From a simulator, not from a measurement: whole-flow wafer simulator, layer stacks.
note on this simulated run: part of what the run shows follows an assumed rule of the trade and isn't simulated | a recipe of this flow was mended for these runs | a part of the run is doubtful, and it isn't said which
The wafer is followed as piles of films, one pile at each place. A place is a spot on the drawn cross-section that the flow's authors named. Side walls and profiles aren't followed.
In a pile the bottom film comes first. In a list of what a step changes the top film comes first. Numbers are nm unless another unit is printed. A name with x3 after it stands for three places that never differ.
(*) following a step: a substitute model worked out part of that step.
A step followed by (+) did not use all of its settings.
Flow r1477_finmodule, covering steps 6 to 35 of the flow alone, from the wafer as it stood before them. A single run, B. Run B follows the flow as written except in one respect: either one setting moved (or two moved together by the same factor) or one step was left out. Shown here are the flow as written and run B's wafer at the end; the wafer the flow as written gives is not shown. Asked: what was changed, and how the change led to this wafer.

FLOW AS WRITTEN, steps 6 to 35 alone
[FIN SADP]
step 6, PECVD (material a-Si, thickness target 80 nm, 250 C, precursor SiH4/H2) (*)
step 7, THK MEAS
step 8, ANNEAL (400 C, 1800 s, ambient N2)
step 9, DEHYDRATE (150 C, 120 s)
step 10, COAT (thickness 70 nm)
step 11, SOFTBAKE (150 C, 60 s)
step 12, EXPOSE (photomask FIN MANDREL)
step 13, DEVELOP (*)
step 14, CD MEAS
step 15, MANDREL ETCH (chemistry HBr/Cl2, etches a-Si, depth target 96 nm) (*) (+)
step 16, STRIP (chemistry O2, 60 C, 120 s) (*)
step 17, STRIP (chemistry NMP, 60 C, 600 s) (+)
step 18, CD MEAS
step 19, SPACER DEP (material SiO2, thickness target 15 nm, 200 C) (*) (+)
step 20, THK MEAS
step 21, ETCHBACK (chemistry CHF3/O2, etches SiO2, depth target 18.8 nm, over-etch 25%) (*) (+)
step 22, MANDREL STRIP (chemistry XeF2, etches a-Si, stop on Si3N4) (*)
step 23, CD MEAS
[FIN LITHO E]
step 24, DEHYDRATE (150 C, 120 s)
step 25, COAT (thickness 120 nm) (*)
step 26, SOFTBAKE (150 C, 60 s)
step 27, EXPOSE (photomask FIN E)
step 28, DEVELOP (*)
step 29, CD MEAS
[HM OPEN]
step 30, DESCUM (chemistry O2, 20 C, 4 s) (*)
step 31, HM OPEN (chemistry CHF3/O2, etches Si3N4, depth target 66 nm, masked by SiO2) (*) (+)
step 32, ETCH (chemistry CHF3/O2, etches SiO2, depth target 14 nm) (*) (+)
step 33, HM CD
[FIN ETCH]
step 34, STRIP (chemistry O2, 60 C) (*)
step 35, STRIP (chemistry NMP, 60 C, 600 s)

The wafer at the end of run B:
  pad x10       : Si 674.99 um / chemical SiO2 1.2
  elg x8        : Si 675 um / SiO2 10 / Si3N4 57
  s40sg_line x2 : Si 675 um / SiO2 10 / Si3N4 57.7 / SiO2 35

What caused this: step 21, ETCHBACK: depth target 15.8 nm was run, while the flow as written has depth target 18.8 nm.

How this came from the change, step by step:
  step 21, ETCHBACK (chemistry CHF3/O2, etches SiO2, depth target 18.8 nm, over-etch 25%) (*) (+)
      s40cg x2, s45cg x2, s50cg x2: SiO2 loses 15 (all of it), chemical SiO2 loses 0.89 (all of it) (as written it would have been: SiO2 loses 15 (all of it), chemical SiO2 loses 0.89 (all of it), a-Si loses 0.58)
      pad x10, elg x8, s40sg x2, s45sg x2, s50sg x2: SiO2 loses 15 (all of it), Si3N4 loses 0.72 (as written it would have been: SiO2 loses 15 (all of it), Si3N4 loses 3.62)
  step 25, COAT (thickness 120 nm) (*)
      s50sg_line x2: e-beam-resist gains 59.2 (new film) (as written it would have been: e-beam-resist gains 60.5 (new film))
  step 28, DEVELOP (*)
      s50sg_line x2: e-beam-resist loses 59.2 (all of it) (as written it would have been: e-beam-resist loses 60.5 (all of it))
  step 31, HM OPEN (chemistry CHF3/O2, etches Si3N4, depth target 66 nm, masked by SiO2) (*) (+)
      pad x10, s40sg x2, s45sg x2, s50sg x2: Si3N4 loses 57 (all of it), SiO2 loses 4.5 (as written it would have been: Si3N4 loses 54.1 (all of it), SiO2 loses 5.95)
  step 32, ETCH (chemistry CHF3/O2, etches SiO2, depth target 14 nm) (*) (+)
      pad x10, s40sg x2, s45sg x2, s50sg x2: SiO2 loses 5.5 (all of it), Si loses 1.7 (as written it would have been: SiO2 loses 4.05 (all of it), Si loses 1.99)
